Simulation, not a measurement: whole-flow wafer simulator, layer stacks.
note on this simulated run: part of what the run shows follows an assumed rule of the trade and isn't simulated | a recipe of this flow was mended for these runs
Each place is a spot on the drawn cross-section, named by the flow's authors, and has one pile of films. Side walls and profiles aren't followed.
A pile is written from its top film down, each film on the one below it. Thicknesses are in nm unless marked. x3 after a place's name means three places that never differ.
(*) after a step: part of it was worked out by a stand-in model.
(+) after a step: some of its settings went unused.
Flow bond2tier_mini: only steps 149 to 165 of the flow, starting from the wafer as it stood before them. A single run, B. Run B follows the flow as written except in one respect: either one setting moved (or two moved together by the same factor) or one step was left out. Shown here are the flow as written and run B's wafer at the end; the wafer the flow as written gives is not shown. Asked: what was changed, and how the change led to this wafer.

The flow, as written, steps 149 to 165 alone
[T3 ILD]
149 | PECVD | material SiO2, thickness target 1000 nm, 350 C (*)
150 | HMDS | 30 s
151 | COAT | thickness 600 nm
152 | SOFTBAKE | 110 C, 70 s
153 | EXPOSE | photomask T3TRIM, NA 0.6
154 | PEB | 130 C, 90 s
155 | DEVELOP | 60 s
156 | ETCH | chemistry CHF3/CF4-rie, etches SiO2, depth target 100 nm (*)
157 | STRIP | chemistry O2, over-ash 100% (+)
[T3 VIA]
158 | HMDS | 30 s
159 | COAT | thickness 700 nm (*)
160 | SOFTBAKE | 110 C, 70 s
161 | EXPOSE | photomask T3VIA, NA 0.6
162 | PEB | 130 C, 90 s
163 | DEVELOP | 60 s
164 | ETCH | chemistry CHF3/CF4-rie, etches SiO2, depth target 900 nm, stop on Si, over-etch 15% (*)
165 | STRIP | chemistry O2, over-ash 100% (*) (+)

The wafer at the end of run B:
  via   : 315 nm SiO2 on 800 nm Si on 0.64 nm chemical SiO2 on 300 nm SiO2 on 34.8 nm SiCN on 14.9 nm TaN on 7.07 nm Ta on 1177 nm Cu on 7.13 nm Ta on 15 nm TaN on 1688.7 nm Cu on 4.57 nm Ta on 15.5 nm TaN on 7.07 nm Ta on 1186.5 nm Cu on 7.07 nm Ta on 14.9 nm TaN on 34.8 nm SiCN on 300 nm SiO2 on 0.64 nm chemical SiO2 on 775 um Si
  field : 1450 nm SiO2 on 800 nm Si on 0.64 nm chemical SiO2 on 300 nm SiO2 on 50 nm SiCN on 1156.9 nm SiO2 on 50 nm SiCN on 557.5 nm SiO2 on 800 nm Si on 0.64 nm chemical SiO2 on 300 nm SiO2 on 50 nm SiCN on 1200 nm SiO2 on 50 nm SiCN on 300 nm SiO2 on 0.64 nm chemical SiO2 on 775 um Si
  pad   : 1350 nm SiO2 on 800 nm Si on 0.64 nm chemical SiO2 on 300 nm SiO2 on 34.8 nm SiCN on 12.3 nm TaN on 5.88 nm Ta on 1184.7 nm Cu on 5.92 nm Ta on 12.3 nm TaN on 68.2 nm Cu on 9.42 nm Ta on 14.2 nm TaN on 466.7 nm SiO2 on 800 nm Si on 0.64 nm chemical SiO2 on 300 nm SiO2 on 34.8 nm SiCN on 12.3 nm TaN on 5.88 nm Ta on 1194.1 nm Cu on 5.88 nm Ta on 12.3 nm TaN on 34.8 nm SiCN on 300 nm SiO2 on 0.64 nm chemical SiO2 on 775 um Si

The reason: step 149, PECVD: thickness target 1450 nm was run, though the flow has thickness target 1000 nm.
One can read it off the wafer: field has SiO2 1450, and step 149 as written asks for 1000 nm.

Step by step, how the change led to this:
  149 | PECVD | material SiO2, thickness target 1000 nm, 350 C (*)
      field, pad, via: +1450 SiO2 (new film) (in the flow as written it would be: +1000 SiO2 (new film))
  164 | ETCH | chemistry CHF3/CF4-rie, etches SiO2, depth target 900 nm, stop on Si, over-etch 15% (*)
      via: -1035 SiO2 (in the flow as written it would be: -900 SiO2 (all of it), -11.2 Si)
